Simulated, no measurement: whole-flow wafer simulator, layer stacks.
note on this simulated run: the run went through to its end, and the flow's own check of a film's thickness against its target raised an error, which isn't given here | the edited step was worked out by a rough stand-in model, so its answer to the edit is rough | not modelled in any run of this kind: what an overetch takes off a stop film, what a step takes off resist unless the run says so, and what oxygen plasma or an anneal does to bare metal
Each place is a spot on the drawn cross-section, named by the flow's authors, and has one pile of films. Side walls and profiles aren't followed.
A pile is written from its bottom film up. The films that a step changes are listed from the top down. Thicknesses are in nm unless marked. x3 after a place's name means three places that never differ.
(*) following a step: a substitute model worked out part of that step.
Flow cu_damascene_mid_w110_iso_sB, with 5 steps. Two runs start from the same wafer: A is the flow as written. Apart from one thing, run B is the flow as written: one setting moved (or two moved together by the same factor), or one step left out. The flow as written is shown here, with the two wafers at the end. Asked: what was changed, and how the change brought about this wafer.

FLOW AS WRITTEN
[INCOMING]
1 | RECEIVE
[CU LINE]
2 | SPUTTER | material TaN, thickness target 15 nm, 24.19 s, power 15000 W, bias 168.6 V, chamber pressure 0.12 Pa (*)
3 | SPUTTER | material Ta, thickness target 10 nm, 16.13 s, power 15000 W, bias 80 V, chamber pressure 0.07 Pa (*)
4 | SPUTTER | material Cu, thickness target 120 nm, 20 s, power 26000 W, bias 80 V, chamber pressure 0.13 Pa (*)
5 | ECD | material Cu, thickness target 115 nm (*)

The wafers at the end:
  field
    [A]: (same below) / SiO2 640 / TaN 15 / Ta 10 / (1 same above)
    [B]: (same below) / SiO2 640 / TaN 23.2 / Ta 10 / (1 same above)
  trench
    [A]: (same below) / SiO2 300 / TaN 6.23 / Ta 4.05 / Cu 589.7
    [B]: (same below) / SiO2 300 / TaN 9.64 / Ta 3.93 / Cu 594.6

Cause: step 2, SPUTTER: thickness target 23.2 nm was run, while the flow as written has thickness target 15 nm; step 2, SPUTTER: 37.49 s was run, where the flow has 24.19 s.
The wafer lets one read it off: field has TaN 23.2, and step 2 as written asks for 15 nm.

Step by step, how the change led to this:
  2 | SPUTTER | material TaN, thickness target 15 nm, 24.19 s, power 15000 W, bias 168.6 V, chamber pressure 0.12 Pa (*)
      field: A +15 TaN (new film) | B +23.2 TaN (new film)
      trench: A +6.23 TaN (new film) | B +9.64 TaN (new film)
  4 | SPUTTER | material Cu, thickness target 120 nm, 20 s, power 26000 W, bias 80 V, chamber pressure 0.13 Pa (*)
      trench: A +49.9 Cu (new film) | B +48.7 Cu (new film)
